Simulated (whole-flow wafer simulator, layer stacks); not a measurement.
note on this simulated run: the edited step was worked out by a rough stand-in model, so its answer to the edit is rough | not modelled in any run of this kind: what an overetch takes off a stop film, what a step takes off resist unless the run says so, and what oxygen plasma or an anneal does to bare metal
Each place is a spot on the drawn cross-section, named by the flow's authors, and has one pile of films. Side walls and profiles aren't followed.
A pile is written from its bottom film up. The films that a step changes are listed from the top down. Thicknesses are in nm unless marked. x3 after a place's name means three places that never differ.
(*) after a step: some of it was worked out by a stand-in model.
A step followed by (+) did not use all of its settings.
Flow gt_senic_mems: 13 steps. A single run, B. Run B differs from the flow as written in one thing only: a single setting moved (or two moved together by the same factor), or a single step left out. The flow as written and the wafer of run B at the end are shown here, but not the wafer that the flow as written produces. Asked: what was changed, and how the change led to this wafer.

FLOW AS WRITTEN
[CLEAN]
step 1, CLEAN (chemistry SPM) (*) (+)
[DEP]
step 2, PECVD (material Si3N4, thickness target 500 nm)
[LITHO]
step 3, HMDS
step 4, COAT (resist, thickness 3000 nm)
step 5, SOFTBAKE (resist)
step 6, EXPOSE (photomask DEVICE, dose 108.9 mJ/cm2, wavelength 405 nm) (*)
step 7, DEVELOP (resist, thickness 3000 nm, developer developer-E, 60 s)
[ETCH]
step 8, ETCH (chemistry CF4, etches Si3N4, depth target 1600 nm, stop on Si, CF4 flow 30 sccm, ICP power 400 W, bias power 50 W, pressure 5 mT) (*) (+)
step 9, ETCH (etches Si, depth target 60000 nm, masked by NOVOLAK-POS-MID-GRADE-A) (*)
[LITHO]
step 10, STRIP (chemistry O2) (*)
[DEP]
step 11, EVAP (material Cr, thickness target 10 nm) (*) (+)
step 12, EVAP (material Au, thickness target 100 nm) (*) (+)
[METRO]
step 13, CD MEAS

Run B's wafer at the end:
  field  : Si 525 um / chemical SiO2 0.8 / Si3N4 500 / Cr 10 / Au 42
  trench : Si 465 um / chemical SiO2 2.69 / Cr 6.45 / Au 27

Cause: step 12, EVAP: thickness target 42 nm was run, while the flow as written has thickness target 100 nm.
The wafer itself shows it: field has Au 42, and step 12 as written asks for 100 nm.

How this came from the change, step by step:
  step 12, EVAP (material Au, thickness target 100 nm) (*) (+)
      field: Au gains 42 (new film) (in the flow as written it would be: Au gains 100 (new film))
      trench: Au gains 27 (new film) (in the flow as written it would be: Au gains 64.1 (new film))
